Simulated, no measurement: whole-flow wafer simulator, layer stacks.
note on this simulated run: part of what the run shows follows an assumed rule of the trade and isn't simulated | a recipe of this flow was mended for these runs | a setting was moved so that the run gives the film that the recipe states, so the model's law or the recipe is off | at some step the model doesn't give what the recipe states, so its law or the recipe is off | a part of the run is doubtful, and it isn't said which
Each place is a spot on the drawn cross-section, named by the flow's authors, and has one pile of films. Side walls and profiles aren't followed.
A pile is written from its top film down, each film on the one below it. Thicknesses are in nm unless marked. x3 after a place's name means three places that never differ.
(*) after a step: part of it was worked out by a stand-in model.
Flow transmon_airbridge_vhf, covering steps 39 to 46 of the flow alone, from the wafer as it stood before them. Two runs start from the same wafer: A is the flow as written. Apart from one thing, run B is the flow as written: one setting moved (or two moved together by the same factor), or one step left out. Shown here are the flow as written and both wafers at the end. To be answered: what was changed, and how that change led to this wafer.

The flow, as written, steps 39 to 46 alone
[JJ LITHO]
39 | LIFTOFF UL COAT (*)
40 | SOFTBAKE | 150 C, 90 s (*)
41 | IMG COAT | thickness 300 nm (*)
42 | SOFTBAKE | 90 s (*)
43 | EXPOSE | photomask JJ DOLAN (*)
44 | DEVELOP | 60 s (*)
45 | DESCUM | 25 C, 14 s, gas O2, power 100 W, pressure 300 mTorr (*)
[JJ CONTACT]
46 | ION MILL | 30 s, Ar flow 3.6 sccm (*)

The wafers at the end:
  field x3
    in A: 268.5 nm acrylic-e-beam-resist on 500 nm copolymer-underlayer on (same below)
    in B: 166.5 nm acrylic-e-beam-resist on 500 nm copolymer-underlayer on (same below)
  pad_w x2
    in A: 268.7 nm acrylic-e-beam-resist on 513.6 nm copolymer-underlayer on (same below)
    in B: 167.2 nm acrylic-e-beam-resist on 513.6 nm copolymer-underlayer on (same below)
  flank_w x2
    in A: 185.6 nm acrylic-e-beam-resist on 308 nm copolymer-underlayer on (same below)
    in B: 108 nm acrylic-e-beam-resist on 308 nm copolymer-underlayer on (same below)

Cause: step 41, IMG COAT: thickness 192 nm was run, though the flow has thickness 300 nm; step 46, ION MILL: 19.2 s was run, where the flow has 30 s.

The path from the change to this, step by step:
  41 | IMG COAT | thickness 300 nm (*)
      field x3, jj_line, ground_far x3: A acrylic-e-beam-resist gains 300 (new film) | B acrylic-e-beam-resist gains 192 (new film)
      pad_w x2: A acrylic-e-beam-resist gains 300.2 (new film) | B acrylic-e-beam-resist gains 192.7 (new film)
      (and at 8 other places as well)
  44 | DEVELOP | 60 s (*)
      jj_line: A acrylic-e-beam-resist loses 300 (all of it), copolymer-underlayer loses 500 (all of it) | B acrylic-e-beam-resist loses 192 (all of it), copolymer-underlayer loses 500 (all of it)
  46 | ION MILL | 30 s, Ar flow 3.6 sccm (*)
      field x3, ground_far x3, pad_w x2, flank_w x2, gap_w x2, cpw_trace, margin_s x2, bridge_strip: A acrylic-e-beam-resist loses 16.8 | B acrylic-e-beam-resist loses 10.7
      jj_line: A Si loses 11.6 | B Si loses 7.44
